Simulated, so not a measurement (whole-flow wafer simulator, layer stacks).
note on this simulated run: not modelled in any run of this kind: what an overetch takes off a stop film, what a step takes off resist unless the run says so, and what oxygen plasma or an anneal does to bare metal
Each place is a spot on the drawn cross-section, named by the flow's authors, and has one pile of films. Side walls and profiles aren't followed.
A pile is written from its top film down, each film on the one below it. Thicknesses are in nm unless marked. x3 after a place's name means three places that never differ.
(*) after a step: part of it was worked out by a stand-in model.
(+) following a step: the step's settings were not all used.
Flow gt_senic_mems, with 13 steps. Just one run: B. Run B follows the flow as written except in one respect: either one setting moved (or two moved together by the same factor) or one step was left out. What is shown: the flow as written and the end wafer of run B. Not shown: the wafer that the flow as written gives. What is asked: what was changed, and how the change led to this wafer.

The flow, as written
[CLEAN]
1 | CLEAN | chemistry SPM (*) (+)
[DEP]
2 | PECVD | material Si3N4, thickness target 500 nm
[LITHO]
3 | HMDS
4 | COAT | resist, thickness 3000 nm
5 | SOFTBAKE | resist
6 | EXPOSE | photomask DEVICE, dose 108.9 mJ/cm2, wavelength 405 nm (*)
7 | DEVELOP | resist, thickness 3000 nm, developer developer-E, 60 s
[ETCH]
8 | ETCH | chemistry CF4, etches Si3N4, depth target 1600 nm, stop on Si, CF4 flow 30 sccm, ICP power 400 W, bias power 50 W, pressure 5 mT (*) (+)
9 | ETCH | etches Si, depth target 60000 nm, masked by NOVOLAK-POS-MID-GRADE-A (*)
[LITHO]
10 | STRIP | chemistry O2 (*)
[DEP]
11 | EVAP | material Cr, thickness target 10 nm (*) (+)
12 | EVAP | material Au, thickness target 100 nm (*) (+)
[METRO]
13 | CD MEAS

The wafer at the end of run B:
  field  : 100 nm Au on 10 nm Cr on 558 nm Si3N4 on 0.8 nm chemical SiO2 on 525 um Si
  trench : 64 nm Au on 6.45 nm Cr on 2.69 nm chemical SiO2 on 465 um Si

Cause: step 2, PECVD: thickness target 558 nm was run, whereas the flow has thickness target 500 nm.
The wafer lets one read it off: field has Si3N4 558, and step 2 as written asks for 500 nm.

The path from the change to this, step by step:
  2 | PECVD | material Si3N4, thickness target 500 nm
      field, trench: Si3N4 gains 558 (new film) (it would be, as written: Si3N4 gains 500 (new film))
  8 | ETCH | chemistry CF4, etches Si3N4, depth target 1600 nm, stop on Si, CF4 flow 30 sccm, ICP power 400 W, bias power 50 W, pressure 5 mT (*) (+)
      field: resist loses 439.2 (it would be, as written: resist loses 400.5)
      trench: Si3N4 loses 558 (all of it), chemical SiO2 loses 0.8 (all of it) (it would be, as written: Si3N4 loses 500 (all of it), chemical SiO2 loses 0.8 (all of it))
  10 | STRIP | chemistry O2 (*)
      field: resist loses 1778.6 (all of it) (it would be, as written: resist loses 1817.3 (all of it))
